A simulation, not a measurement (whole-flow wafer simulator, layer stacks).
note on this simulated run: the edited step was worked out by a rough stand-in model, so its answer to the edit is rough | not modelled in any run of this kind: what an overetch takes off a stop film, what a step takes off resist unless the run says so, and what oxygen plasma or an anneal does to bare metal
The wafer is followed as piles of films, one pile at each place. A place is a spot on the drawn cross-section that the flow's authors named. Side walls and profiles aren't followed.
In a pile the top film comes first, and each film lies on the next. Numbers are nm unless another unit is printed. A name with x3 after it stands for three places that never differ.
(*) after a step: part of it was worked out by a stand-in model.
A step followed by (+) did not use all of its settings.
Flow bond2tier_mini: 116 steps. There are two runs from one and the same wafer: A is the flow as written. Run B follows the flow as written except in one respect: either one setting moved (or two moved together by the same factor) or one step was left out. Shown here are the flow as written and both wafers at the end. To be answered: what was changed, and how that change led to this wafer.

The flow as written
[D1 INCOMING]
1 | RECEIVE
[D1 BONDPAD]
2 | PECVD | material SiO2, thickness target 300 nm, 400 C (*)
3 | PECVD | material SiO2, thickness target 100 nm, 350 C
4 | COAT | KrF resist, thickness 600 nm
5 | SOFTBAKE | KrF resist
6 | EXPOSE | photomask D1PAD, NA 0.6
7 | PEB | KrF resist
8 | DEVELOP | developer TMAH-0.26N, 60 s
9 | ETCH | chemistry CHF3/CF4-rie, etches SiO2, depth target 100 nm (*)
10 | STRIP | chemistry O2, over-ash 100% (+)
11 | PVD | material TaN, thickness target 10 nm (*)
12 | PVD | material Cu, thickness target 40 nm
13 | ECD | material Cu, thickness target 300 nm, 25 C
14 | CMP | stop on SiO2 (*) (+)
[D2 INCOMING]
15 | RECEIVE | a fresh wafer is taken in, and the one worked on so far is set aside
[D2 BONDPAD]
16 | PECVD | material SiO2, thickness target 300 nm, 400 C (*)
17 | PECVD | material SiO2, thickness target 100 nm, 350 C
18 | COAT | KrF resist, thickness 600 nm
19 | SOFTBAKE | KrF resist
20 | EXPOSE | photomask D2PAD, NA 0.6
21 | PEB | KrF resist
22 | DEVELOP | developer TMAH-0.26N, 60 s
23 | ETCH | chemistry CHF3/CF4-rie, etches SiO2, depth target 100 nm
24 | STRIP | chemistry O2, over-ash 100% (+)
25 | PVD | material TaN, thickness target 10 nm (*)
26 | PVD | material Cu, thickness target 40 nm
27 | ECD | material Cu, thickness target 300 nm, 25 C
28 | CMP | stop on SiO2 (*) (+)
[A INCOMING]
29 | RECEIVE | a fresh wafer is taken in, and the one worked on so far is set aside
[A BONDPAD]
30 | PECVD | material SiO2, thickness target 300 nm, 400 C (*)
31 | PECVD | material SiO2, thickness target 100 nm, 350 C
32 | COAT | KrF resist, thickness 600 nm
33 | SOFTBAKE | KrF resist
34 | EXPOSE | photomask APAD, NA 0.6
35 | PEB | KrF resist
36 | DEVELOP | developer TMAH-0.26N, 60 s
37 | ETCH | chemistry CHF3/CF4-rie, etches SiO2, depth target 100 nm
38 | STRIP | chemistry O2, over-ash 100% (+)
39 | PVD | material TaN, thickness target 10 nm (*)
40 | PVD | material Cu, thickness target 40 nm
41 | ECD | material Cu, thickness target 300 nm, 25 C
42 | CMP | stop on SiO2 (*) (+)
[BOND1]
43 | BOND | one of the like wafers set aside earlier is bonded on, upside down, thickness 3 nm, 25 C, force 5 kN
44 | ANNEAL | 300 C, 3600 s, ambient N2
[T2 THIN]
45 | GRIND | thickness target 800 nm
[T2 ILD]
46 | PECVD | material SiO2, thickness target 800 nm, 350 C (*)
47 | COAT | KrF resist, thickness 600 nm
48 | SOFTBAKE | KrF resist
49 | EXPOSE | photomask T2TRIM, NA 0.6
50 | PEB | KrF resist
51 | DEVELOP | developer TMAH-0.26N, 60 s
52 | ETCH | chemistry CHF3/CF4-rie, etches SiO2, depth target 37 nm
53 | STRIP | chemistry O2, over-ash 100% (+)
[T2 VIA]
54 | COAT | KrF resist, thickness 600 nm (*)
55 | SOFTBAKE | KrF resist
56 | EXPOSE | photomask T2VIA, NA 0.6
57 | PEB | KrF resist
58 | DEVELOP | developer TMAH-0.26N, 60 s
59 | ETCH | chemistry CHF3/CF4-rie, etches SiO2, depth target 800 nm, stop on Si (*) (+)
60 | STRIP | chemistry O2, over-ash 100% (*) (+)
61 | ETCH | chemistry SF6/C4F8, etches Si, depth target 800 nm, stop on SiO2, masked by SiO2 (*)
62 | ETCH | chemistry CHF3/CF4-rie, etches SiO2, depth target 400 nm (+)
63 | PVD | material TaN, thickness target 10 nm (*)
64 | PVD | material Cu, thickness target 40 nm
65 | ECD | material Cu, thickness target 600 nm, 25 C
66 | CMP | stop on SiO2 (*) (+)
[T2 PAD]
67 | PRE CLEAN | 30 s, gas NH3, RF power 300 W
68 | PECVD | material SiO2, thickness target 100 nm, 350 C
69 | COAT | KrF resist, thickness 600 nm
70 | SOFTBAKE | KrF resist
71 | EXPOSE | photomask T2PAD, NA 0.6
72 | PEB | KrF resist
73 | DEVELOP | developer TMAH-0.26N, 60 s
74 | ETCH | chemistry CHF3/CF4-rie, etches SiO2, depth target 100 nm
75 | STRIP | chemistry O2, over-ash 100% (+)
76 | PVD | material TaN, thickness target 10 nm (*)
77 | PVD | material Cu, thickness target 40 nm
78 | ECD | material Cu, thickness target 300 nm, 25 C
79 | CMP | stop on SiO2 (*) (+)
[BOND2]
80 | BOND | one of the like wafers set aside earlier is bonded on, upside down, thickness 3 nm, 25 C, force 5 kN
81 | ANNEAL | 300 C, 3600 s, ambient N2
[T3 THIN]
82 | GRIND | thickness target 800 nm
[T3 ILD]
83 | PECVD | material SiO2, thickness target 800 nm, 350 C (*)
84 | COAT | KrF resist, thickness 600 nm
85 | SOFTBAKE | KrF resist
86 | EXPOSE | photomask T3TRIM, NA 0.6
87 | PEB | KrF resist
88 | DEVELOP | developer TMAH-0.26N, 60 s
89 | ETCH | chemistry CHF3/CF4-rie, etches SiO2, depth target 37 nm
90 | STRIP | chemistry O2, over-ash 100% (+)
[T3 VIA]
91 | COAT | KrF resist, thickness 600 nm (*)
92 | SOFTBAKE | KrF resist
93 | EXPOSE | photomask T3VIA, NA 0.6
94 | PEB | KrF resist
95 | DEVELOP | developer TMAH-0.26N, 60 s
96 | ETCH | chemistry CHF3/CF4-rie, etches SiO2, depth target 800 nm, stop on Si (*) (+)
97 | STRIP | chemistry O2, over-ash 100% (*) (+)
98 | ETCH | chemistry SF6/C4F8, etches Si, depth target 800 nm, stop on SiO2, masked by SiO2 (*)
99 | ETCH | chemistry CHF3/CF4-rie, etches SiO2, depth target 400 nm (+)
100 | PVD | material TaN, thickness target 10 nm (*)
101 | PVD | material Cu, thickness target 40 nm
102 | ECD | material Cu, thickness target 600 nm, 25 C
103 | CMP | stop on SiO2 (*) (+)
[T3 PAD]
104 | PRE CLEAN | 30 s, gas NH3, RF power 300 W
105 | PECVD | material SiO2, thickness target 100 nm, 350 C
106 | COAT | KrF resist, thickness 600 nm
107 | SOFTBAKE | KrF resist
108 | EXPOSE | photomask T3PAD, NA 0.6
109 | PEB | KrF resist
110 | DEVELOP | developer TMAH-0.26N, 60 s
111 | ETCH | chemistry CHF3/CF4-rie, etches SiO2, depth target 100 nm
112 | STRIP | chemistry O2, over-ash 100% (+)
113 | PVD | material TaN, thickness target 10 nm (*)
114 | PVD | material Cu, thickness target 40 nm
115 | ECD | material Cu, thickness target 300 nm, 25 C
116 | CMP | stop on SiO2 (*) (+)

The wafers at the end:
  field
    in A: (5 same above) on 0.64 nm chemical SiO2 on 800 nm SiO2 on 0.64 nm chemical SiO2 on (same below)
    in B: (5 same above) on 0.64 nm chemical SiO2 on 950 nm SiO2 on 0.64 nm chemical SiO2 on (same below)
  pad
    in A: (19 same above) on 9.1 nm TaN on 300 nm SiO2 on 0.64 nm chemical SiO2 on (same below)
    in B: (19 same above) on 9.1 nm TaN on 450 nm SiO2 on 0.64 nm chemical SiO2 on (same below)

What caused this: step 30, PECVD: thickness target 450 nm was run, though the flow has thickness target 300 nm.
The wafer lets one read it off: pad has SiO2 450, and step 30 as written asks for 300 nm.

Step by step, how the change led to this:
  30 | PECVD | material SiO2, thickness target 300 nm, 400 C (*)
      field, pad, via: A SiO2 gains 300 (new film) | B SiO2 gains 450 (new film)
